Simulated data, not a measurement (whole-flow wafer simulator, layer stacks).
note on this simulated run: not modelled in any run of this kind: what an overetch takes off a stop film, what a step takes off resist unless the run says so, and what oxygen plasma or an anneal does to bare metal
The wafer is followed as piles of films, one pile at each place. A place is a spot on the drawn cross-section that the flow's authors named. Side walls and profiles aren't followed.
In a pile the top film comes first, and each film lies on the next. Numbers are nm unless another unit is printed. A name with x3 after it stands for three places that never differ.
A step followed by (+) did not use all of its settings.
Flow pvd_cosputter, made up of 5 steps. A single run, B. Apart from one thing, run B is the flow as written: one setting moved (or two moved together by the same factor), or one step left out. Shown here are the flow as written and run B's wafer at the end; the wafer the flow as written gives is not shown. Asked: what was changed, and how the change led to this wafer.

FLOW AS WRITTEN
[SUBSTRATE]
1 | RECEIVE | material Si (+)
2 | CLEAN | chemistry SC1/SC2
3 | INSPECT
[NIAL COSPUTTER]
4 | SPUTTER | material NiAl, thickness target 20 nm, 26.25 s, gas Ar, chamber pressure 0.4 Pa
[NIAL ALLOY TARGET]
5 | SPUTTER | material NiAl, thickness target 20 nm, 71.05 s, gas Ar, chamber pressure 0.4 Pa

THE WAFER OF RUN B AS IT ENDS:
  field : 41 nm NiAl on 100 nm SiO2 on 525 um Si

What caused this: step 4, SPUTTER: thickness target 21 nm was run, whereas the flow has thickness target 20 nm.

Step by step, how the change led to this:
  4 | SPUTTER | material NiAl, thickness target 20 nm, 26.25 s, gas Ar, chamber pressure 0.4 Pa
      field: +21 NiAl (new film) (as written it would have been: +20 NiAl (new film))
